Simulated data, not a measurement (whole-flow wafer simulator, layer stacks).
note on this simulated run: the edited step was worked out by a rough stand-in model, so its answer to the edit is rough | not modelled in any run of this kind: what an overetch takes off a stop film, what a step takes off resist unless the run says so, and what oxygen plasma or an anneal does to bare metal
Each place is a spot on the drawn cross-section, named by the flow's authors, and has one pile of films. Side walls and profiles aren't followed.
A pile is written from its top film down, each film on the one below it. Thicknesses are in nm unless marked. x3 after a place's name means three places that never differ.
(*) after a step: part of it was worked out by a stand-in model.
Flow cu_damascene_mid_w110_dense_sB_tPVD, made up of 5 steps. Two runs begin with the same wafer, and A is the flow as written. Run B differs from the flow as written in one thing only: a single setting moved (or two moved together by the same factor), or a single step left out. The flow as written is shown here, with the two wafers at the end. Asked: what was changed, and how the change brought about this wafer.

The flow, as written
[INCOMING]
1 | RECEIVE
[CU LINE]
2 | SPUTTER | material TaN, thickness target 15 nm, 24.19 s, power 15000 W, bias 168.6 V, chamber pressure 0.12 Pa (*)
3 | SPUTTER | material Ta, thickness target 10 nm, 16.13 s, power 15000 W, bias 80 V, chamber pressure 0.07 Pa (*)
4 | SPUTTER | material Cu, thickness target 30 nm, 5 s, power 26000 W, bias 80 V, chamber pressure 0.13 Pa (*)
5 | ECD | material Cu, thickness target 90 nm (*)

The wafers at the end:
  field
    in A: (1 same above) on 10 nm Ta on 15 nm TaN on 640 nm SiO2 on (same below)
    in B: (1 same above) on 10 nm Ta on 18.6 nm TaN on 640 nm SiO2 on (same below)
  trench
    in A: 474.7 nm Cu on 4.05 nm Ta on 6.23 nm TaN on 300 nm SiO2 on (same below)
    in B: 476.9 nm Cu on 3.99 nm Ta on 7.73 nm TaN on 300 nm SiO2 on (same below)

The reason: step 2, SPUTTER: power 18600 W was run, whereas the flow has power 15000 W.

The path from the change to this, step by step:
  2 | SPUTTER | material TaN, thickness target 15 nm, 24.19 s, power 15000 W, bias 168.6 V, chamber pressure 0.12 Pa (*)
      field: A TaN gains 15 (new film) | B TaN gains 18.6 (new film)
      trench: A TaN gains 6.23 (new film) | B TaN gains 7.73 (new film)
